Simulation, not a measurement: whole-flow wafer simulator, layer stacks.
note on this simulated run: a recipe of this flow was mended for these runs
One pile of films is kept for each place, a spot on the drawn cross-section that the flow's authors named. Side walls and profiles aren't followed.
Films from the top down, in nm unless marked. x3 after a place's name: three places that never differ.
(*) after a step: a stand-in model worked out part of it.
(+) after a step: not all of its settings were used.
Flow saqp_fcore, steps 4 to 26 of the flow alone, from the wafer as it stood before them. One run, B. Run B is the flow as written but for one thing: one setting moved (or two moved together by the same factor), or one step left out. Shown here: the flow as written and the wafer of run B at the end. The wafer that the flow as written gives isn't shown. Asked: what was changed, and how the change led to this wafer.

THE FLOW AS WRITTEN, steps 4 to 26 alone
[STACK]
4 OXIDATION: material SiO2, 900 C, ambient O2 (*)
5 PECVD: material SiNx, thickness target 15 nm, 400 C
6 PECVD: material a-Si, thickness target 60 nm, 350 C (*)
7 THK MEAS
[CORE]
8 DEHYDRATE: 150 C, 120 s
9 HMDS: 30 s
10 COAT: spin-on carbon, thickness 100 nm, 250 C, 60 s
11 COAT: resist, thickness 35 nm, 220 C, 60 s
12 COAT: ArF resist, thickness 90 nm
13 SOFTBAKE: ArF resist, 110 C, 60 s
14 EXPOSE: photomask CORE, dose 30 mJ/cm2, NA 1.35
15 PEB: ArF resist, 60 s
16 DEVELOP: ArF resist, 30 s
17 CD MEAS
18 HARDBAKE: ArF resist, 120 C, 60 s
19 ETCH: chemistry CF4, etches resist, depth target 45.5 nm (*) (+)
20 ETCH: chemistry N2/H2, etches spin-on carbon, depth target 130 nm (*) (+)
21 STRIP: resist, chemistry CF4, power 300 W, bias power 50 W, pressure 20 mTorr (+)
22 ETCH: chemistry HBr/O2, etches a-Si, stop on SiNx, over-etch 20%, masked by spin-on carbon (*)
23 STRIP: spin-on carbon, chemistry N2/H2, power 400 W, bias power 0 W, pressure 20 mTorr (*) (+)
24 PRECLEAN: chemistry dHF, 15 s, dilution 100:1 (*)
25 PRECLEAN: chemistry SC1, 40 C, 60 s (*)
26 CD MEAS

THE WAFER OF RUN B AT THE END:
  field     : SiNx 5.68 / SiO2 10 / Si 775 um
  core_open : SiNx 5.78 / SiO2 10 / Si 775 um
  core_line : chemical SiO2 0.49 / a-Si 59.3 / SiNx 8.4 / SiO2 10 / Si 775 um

The cause: step 5, PECVD: thickness target 8.4 nm was run, where the flow has thickness target 15 nm.
It can be read off the wafer: core_line has SiNx 8.4, and step 5 as written asks for 15 nm.

How the change led to this, step by step:
  5 PECVD: material SiNx, thickness target 15 nm, 400 C
      field, core_open, core_line: SiNx +8.4 (new film) (as written it would be: SiNx +15 (new film))
